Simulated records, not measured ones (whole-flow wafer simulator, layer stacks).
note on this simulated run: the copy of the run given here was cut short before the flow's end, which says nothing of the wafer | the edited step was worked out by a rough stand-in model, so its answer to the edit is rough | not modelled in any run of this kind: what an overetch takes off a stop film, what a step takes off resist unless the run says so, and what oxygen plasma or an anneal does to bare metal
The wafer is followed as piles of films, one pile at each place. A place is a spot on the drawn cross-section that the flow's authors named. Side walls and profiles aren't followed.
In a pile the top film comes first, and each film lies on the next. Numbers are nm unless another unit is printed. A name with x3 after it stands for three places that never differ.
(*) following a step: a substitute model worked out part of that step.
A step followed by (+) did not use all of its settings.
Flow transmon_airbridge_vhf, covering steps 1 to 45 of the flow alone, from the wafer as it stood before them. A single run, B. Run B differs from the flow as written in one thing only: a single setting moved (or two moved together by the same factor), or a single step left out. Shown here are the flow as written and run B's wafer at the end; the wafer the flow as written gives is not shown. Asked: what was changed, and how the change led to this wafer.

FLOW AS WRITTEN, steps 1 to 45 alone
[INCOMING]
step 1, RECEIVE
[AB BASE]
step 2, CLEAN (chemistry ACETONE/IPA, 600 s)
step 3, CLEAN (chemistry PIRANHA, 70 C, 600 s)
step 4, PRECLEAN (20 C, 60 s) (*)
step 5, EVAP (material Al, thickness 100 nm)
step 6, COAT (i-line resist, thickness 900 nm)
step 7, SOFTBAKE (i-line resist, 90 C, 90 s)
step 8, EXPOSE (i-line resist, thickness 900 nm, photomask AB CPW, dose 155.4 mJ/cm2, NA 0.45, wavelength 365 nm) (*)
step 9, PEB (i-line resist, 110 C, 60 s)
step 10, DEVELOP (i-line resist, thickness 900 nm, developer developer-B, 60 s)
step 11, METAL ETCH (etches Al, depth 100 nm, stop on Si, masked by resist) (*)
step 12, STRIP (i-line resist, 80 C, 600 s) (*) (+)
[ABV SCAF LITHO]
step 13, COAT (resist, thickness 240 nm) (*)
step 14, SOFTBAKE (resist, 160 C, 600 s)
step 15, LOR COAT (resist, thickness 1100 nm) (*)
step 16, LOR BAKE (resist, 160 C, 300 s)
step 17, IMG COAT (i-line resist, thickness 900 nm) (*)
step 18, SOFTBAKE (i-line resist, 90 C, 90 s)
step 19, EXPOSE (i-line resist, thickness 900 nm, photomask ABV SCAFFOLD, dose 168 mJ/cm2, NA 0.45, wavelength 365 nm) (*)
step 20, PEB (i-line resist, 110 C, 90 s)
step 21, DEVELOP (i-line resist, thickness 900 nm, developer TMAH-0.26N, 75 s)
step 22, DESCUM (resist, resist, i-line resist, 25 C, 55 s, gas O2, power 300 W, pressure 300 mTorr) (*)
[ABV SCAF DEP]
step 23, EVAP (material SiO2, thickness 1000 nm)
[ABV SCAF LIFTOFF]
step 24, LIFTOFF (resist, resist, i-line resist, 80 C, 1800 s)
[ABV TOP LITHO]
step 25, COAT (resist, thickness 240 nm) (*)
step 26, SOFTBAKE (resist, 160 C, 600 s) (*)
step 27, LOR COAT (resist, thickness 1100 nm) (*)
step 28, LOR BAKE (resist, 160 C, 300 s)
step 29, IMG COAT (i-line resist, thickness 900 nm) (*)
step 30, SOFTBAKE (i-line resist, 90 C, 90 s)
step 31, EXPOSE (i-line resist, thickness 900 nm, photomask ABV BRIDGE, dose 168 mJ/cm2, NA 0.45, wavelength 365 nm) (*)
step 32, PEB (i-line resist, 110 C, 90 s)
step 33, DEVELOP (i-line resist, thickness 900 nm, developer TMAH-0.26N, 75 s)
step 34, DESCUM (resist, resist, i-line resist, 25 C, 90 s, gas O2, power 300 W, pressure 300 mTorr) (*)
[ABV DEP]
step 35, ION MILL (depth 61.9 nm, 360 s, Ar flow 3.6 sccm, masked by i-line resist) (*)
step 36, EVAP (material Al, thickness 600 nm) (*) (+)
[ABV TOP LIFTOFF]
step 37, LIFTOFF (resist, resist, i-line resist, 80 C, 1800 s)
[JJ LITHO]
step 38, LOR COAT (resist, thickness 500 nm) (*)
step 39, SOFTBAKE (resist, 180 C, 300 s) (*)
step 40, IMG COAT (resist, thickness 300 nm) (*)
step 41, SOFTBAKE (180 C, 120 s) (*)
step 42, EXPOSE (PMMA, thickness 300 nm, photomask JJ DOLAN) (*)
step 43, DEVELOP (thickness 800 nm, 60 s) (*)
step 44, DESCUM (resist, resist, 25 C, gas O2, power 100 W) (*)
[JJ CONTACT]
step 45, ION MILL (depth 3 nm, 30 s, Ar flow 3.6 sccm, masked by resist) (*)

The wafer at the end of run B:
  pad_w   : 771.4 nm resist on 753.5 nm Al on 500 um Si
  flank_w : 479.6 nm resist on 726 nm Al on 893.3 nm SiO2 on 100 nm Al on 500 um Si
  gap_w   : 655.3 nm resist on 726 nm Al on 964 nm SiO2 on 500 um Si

The reason: step 36, EVAP: thickness 726 nm was run, while the flow as written has thickness 600 nm.
The wafer lets one read it off: flank_w has Al 726, and step 36 as written asks for 600 nm.

Step by step, how the change led to this:
  step 36, EVAP (material Al, thickness 600 nm) (*) (+)
      field x3, jj_line, ground_far and 10 more: Al gains 726 (new film) (in the flow as written it would be: Al gains 600 (new film))
      pad_w, pad_e: Al gains 715.4 (in the flow as written it would be: Al gains 591.2)
  step 37, LIFTOFF (resist, resist, i-line resist, 80 C, 1800 s)
      field x3, jj_line, trace_open_s x2: Al loses 726 (all of it), i-line resist loses 600 (all of it), resist loses 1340 (all of it) (in the flow as written it would be: Al loses 600 (all of it), i-line resist loses 600 (all of it), resist loses 1340 (all of it))
      margin_s, margin_n: Al loses 726 (all of it), i-line resist loses 318.3 (all of it), resist loses 992 (all of it) (in the flow as written it would be: Al loses 600 (all of it), i-line resist loses 318.3 (all of it), resist loses 992 (all of it))
      (and at 1 other place as well)
  step 38, LOR COAT (resist, thickness 500 nm) (*)
      margin_s, margin_n: resist gains 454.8 (new film) (in the flow as written it would be: resist gains 445.3 (new film))
      bridge_strip: resist gains 344.8 (new film) (in the flow as written it would be: resist gains 356.4 (new film))
  step 40, IMG COAT (resist, thickness 300 nm) (*)
      bridge_strip: resist gains 189.6 (in the flow as written it would be: resist gains 197.1)
